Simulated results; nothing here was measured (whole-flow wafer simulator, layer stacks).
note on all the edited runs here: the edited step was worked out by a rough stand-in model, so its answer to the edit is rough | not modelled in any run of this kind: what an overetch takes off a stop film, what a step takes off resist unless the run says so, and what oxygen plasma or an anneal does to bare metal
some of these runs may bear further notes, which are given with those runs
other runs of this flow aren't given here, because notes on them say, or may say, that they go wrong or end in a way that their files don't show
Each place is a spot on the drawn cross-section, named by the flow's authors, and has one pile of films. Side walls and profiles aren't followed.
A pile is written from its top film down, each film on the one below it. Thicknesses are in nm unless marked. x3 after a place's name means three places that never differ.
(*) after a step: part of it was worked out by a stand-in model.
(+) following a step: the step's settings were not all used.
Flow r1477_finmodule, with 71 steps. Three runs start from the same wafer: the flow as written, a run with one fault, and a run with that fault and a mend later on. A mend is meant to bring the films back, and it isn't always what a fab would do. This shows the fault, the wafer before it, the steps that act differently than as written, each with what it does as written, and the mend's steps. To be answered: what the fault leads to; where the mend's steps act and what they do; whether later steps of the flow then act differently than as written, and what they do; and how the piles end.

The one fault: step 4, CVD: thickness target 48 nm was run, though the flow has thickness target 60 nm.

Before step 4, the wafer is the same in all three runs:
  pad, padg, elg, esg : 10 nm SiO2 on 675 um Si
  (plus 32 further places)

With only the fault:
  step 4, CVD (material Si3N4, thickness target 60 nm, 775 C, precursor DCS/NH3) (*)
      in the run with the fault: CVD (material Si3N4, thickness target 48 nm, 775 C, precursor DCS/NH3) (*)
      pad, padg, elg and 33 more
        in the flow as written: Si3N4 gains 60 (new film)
        in the run with the fault: Si3N4 gains 48 (new film)
  Later steps of the flow acting differently than as written (6 more steps, not shown, differ only slightly: by at most 2% or 0.5 nm, whichever is larger):
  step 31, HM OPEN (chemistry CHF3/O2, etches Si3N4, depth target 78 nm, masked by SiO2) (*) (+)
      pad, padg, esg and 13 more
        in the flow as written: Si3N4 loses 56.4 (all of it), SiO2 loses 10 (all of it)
        in the run with the fault: Si3N4 loses 44.4 (all of it), SiO2 loses 10 (all of it)
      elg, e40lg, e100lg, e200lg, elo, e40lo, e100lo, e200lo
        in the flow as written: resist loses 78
        in the run with the fault: resist loses 66.6
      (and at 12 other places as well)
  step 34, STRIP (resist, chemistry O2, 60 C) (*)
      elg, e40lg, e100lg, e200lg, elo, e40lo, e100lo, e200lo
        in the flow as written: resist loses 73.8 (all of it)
        in the run with the fault: resist loses 85.2 (all of it)
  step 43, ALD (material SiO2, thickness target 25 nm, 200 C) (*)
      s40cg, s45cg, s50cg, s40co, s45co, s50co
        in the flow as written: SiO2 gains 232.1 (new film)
        in the run with the fault: SiO2 gains 225.8 (new film)
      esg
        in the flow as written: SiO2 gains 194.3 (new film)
        in the run with the fault: SiO2 gains 182.2 (new film)
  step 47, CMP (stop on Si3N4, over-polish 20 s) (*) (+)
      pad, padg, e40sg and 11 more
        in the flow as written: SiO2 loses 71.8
        in the run with the fault: SiO2 loses 83.8
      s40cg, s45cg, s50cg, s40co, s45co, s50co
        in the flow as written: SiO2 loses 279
        in the run with the fault: SiO2 loses 284.7
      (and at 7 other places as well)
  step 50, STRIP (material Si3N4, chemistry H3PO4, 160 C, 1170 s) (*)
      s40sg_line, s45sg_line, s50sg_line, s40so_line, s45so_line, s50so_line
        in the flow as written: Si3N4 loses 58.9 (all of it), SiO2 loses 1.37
        in the run with the fault: Si3N4 loses 46.9 (all of it), SiO2 loses 1.74
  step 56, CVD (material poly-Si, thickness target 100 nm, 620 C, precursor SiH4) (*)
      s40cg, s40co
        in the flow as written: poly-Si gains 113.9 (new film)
        in the run with the fault: poly-Si gains 127.9 (new film)
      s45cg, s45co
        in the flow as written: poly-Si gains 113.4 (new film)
        in the run with the fault: poly-Si gains 127.9 (new film)
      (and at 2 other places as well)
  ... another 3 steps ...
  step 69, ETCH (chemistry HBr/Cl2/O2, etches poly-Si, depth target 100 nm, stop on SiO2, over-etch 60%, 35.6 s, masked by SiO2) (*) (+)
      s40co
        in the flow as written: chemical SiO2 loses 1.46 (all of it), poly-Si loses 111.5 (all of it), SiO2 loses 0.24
        in the run with the fault: chemical SiO2 loses 1.46 (all of it), poly-Si loses 125.5 (all of it), SiO2 loses 0.17
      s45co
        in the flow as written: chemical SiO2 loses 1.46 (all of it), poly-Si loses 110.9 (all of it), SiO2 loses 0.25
        in the run with the fault: chemical SiO2 loses 1.46 (all of it), poly-Si loses 125.5 (all of it), SiO2 loses 0.17
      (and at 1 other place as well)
  By the end, the piles at pad, padg, elg and 27 more depart from the flow's by more than 2% or 0.5 nm, whichever is larger.
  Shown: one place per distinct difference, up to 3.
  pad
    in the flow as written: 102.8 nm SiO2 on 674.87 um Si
    in the run with the fault: 90.8 nm SiO2 on 674.87 um Si
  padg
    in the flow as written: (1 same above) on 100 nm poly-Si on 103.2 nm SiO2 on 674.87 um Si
    in the run with the fault: (1 same above) on 100 nm poly-Si on 91.2 nm SiO2 on 674.87 um Si
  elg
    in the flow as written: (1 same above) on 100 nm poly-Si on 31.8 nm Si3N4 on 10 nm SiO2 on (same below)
    in the run with the fault: (1 same above) on 100 nm poly-Si on 19.8 nm Si3N4 on 10 nm SiO2 on (same below)

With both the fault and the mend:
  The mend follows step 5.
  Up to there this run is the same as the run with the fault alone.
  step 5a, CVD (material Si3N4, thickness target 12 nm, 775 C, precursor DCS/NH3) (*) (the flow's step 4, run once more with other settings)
      pad, padg, elg and 33 more
        Si3N4 gains 12
  Later steps of the flow that are run all act as written at every place that is followed.
  By the end, the piles equal the flow's at every place that both follow.
